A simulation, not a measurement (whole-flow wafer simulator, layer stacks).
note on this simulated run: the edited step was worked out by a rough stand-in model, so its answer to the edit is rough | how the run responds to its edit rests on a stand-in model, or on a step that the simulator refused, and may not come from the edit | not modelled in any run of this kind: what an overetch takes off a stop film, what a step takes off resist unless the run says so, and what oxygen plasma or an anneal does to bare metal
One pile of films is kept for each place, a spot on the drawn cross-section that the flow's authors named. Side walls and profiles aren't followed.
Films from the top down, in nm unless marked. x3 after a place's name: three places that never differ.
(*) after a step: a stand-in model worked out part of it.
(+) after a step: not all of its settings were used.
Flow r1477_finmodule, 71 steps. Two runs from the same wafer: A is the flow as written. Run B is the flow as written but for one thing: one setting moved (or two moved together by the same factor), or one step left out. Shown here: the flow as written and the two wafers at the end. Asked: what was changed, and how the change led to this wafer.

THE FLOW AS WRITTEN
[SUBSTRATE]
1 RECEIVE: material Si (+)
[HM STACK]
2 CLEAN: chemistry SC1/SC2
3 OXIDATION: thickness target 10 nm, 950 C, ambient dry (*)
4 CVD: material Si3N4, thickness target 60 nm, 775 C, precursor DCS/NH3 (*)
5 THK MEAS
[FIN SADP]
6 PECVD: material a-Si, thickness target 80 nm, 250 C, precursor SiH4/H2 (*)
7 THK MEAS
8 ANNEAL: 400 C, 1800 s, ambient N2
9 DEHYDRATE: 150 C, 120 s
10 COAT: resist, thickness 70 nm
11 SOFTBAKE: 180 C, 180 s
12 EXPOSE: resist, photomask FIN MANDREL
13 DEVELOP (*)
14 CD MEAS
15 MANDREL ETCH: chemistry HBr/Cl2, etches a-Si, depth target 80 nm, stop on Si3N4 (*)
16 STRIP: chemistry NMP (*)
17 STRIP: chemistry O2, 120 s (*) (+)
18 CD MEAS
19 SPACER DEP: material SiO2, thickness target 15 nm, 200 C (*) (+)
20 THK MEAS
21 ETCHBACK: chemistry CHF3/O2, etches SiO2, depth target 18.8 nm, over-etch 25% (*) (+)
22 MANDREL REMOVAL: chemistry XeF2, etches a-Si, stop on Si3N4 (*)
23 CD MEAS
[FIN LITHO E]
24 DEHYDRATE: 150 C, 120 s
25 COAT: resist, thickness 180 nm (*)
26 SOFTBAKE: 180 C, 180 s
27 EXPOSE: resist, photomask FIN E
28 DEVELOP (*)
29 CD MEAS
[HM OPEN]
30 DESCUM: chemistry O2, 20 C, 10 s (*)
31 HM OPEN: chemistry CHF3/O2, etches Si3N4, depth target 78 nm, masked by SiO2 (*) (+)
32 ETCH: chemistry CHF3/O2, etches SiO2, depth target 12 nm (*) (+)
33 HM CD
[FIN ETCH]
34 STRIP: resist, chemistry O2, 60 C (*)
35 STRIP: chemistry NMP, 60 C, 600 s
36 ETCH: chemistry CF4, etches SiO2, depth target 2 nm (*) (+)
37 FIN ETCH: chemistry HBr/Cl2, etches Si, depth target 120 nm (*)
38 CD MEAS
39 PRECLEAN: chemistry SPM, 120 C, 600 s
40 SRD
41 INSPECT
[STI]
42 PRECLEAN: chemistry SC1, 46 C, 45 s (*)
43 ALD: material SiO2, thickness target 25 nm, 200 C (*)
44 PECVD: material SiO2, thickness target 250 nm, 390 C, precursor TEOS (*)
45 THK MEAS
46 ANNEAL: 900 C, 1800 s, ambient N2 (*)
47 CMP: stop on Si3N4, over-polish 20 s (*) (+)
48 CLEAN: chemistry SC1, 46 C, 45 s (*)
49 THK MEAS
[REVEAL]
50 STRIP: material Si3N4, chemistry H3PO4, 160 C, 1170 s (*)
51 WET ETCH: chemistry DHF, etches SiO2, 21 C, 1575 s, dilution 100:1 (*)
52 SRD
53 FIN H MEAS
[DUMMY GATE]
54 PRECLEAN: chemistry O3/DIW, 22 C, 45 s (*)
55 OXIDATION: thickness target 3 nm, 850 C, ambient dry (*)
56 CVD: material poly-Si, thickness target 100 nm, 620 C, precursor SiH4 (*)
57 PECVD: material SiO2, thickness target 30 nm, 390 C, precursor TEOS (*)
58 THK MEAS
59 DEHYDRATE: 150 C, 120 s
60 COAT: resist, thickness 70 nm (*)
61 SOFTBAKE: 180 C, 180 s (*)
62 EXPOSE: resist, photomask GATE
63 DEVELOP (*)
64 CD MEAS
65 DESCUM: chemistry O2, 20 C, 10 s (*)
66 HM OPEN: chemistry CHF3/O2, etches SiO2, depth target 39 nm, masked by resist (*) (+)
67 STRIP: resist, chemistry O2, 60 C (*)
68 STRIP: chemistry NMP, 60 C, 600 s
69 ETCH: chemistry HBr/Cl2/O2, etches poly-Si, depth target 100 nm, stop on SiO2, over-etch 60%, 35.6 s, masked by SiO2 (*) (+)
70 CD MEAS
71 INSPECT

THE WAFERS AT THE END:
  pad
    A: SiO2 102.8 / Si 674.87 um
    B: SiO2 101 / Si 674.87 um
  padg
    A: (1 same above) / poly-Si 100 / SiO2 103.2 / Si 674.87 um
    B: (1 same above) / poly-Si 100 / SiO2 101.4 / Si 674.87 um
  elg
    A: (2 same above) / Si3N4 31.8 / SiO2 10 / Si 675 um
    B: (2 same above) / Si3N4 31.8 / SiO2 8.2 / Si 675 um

The cause: step 3, OXIDATION: thickness target 8.2 nm was run, where the flow has thickness target 10 nm.
It can be read off the wafer: elg has SiO2 8.2, and step 3 as written asks for 10 nm.

How the change led to this, step by step:
  3 OXIDATION: thickness target 10 nm, 950 C, ambient dry (*)
      pad, padg, elg and 33 more: A SiO2 +10 (new film), chemical SiO2 -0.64 (all of it), Si -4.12 | B SiO2 +8.2 (new film), chemical SiO2 -0.64 (all of it), Si -3.32
  31 HM OPEN: chemistry CHF3/O2, etches Si3N4, depth target 78 nm, masked by SiO2 (*) (+)
      s40cg, s45cg, s50cg, s40co, s45co, s50co: A Si3N4 -60 (all of it), SiO2 -9 | B Si3N4 -60 (all of it), SiO2 -8.2 (all of it)
      pad, padg, esg and 13 more: A Si3N4 -56.4 (all of it), SiO2 -10 (all of it) | B Si3N4 -56.4 (all of it), SiO2 -8.2 (all of it)
  32 ETCH: chemistry CHF3/O2, etches SiO2, depth target 12 nm (*) (+)
      s40cg, s40co: A SiO2 -1 (all of it), Si -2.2 | B Si -2.08
      s45cg, s45co: A SiO2 -1 (all of it), Si -2.2 | B Si -2.12
      (and at 2 more places)
  47 CMP: stop on Si3N4, over-polish 20 s (*) (+)
      pad, padg, e40sg and 11 more: A SiO2 -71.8 | B SiO2 -73.6
      eso: A SiO2 -72.4 | B SiO2 -74.2
  51 WET ETCH: chemistry DHF, etches SiO2, 21 C, 1575 s, dilution 100:1 (*)
      s40sg_line, s45sg_line, s50sg_line, s40so_line, s45so_line, s50so_line: A SiO2 -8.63 (all of it) | B SiO2 -6.83 (all of it)
  67 STRIP: resist, chemistry O2, 60 C (*)
      s40sg: A resist -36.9 (all of it) | B resist -38.7 (all of it)
      s45sg: A resist -36.9 (all of it) | B resist -38.6 (all of it)
      (and at 1 more place)
